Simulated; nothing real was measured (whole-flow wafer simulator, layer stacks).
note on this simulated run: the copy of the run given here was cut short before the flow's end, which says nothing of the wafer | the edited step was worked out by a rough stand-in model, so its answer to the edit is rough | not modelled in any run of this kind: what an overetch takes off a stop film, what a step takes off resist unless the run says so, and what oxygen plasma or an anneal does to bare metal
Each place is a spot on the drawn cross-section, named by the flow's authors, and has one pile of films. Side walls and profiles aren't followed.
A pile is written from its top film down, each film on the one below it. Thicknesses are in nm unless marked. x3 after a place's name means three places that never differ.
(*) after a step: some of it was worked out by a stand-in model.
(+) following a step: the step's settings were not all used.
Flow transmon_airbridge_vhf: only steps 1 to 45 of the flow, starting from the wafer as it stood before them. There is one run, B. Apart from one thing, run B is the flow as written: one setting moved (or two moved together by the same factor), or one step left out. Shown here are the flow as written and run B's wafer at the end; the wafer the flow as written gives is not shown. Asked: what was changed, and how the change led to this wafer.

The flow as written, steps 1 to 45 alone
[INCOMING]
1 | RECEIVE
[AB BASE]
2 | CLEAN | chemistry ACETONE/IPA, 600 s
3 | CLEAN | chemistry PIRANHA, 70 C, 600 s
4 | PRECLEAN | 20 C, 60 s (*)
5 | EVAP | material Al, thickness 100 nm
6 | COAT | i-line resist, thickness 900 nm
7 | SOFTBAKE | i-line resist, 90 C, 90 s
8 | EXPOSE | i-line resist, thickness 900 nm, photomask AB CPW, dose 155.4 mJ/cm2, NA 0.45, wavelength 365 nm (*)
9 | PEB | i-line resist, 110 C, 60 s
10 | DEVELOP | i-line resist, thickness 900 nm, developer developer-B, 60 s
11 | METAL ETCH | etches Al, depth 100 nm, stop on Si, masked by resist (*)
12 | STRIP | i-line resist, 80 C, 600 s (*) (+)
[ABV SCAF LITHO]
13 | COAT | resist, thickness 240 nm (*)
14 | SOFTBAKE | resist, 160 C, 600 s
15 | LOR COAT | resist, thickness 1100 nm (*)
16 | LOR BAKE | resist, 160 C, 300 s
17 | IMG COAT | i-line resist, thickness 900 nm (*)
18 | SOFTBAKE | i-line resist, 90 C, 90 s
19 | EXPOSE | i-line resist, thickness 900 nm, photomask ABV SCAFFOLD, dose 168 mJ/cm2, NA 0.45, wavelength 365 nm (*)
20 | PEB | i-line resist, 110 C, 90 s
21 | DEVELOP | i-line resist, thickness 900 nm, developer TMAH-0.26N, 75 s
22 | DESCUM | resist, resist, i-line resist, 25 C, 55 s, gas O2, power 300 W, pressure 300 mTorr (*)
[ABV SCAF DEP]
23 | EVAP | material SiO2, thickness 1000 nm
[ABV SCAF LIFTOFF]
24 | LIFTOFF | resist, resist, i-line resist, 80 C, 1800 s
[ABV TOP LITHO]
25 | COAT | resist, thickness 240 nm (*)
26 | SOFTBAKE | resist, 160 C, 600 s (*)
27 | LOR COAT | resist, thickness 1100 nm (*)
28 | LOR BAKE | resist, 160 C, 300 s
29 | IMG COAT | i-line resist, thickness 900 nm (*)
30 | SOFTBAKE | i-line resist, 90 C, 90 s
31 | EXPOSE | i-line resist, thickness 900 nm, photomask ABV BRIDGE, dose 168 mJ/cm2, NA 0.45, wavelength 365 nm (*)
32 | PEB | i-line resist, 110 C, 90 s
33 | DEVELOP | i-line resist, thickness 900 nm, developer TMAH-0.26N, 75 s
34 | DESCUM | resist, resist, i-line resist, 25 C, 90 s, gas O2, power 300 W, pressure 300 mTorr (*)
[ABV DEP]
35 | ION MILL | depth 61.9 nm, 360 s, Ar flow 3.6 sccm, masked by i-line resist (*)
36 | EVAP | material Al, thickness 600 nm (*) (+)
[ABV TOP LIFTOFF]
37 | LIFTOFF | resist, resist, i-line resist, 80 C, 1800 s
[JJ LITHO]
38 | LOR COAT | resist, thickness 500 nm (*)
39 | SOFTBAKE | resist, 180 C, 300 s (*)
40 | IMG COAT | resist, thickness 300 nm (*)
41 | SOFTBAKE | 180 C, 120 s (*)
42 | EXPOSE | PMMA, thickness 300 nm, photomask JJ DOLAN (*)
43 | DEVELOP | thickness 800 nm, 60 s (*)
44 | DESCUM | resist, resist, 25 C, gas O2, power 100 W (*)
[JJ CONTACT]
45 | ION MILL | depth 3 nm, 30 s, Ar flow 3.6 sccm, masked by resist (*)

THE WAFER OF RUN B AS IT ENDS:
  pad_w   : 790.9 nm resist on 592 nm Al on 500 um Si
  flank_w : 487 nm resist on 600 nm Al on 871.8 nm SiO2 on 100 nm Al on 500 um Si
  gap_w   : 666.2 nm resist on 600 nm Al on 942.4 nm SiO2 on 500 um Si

The reason: step 35, ION MILL: depth 99 nm was run, whereas the flow has depth 61.9 nm; step 35, ION MILL: 576 s was run, where the flow has 360 s.

How this came from the change, step by step:
  35 | ION MILL | depth 61.9 nm, 360 s, Ar flow 3.6 sccm, masked by i-line resist (*)
      field x3, jj_line, ground_far, trace_open_s x2, margin_s, margin_n: -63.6 i-line resist (it would be, as written: -39.7 i-line resist)
      flank_w, gap_w, cpw_trace, gap_e, flank_e, bridge_strip: -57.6 SiO2 (it would be, as written: -36 SiO2)
      (also at 2 further places)
  37 | LIFTOFF | resist, resist, i-line resist, 80 C, 1800 s
      field x3, jj_line, trace_open_s x2: -600 Al (all of it), -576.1 i-line resist (all of it), -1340 resist (all of it) (it would be, as written: -600 Al (all of it), -600 i-line resist (all of it), -1340 resist (all of it))
      margin_s, margin_n: -600 Al (all of it), -294.4 i-line resist (all of it), -992 resist (all of it) (it would be, as written: -600 Al (all of it), -318.3 i-line resist (all of it), -992 resist (all of it))
      (also at 1 further place)
